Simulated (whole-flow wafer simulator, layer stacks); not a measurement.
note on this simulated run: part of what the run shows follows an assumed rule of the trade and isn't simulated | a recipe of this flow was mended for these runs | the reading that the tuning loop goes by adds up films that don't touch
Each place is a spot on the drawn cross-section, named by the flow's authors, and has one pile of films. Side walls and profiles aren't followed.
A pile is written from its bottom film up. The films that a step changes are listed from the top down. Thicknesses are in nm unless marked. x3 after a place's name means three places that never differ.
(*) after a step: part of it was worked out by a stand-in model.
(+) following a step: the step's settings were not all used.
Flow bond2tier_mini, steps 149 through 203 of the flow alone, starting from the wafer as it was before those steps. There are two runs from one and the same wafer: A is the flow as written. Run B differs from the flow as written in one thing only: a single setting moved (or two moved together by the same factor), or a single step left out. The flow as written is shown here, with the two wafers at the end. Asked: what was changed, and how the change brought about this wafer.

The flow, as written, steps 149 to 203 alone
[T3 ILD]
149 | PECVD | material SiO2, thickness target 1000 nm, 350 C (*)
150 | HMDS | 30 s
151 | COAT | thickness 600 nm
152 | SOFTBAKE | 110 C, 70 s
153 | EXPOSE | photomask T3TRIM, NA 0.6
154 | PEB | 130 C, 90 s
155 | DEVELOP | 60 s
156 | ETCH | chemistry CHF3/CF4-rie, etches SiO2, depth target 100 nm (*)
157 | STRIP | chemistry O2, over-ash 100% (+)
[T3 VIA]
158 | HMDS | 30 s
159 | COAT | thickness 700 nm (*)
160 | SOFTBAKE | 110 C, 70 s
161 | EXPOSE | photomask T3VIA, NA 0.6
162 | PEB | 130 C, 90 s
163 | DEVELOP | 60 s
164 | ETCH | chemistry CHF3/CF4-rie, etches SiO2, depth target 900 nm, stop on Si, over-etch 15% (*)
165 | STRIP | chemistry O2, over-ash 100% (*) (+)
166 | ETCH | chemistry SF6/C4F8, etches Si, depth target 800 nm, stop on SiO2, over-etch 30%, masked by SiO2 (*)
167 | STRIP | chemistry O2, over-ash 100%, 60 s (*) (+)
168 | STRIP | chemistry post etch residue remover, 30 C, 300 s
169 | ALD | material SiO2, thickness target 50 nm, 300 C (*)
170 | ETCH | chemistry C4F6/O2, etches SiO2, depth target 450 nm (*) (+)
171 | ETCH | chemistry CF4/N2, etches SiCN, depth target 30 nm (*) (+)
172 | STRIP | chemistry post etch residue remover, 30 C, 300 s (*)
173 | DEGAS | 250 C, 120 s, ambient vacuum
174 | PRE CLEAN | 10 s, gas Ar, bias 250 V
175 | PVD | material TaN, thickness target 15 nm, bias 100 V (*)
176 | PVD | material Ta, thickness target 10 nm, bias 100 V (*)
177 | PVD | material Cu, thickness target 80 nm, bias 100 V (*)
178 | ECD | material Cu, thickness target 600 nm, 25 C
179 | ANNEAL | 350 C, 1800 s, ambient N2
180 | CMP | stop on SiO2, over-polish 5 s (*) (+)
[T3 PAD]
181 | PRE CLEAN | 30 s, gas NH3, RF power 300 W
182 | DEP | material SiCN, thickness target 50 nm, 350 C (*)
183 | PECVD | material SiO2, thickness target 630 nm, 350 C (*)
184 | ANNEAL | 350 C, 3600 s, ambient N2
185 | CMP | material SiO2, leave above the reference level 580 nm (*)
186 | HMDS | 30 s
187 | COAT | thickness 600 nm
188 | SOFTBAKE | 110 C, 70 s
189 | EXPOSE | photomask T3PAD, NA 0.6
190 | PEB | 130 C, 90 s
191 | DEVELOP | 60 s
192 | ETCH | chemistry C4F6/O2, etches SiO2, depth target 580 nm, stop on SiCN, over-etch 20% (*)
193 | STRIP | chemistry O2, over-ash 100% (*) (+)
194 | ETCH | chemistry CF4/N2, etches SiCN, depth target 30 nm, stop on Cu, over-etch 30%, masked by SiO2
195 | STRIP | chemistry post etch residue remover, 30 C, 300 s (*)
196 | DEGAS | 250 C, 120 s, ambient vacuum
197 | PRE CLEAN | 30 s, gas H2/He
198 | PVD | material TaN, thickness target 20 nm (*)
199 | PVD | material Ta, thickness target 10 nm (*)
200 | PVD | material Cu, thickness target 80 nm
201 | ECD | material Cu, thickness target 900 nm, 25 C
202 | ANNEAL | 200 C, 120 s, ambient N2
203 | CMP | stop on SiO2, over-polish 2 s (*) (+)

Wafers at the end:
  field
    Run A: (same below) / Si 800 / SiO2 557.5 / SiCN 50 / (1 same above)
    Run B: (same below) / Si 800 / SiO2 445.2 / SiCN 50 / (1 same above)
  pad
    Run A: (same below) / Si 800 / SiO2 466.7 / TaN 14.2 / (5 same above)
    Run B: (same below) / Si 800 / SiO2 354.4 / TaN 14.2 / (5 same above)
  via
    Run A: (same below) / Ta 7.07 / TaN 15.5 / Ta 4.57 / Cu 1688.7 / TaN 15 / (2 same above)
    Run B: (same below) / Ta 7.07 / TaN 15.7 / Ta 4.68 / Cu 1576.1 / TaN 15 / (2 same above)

Cause: step 149, PECVD: thickness target 887.5 nm was run, though the flow has thickness target 1000 nm.

The path from the change to this, step by step:
  149 | PECVD | material SiO2, thickness target 1000 nm, 350 C (*)
      field, pad, via: A SiO2 gains 1000 (new film) | B SiO2 gains 887.5 (new film)
  164 | ETCH | chemistry CHF3/CF4-rie, etches SiO2, depth target 900 nm, stop on Si, over-etch 15% (*)
      field, pad: A thick-KrF-resist loses 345 | B thick-KrF-resist loses 301.9
      via: A SiO2 loses 900 (all of it), Si loses 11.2 | B SiO2 loses 787.5 (all of it), Si loses 20.6
  165 | STRIP | chemistry O2, over-ash 100% (*) (+)
      field: A thick-KrF-resist loses 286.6 (all of it) | B thick-KrF-resist loses 329.7 (all of it)
      pad: A thick-KrF-resist loses 372.9 (all of it) | B thick-KrF-resist loses 416.1 (all of it)
  177 | PVD | material Cu, thickness target 80 nm, bias 100 V (*)
      via: A Cu gains 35 (new film) | B Cu gains 35.9 (new film)
  178 | ECD | material Cu, thickness target 600 nm, 25 C
      via: A Cu gains 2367 | B Cu gains 2253.4
